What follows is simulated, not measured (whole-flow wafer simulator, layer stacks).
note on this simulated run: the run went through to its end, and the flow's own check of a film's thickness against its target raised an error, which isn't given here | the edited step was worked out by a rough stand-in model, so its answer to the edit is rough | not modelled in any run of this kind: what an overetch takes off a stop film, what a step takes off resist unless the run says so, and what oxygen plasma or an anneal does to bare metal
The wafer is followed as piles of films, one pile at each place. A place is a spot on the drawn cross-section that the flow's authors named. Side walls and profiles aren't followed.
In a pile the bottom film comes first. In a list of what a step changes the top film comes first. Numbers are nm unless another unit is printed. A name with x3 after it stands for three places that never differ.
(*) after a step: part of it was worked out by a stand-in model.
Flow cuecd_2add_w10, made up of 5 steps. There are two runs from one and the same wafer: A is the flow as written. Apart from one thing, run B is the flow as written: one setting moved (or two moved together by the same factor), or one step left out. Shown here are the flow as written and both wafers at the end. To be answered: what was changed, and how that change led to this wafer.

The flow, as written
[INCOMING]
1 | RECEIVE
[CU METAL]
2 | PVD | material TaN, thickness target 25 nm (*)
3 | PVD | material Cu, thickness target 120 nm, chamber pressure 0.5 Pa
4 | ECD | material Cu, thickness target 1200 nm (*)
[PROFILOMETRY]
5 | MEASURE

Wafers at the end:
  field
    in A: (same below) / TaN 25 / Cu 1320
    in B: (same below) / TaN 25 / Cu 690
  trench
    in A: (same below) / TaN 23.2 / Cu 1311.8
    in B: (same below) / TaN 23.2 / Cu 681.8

Cause: step 4, ECD: thickness target 570 nm was run, whereas the flow has thickness target 1200 nm.

Step by step, how the change led to this:
  4 | ECD | material Cu, thickness target 1200 nm (*)
      field, trench: A +1200 Cu | B +570 Cu
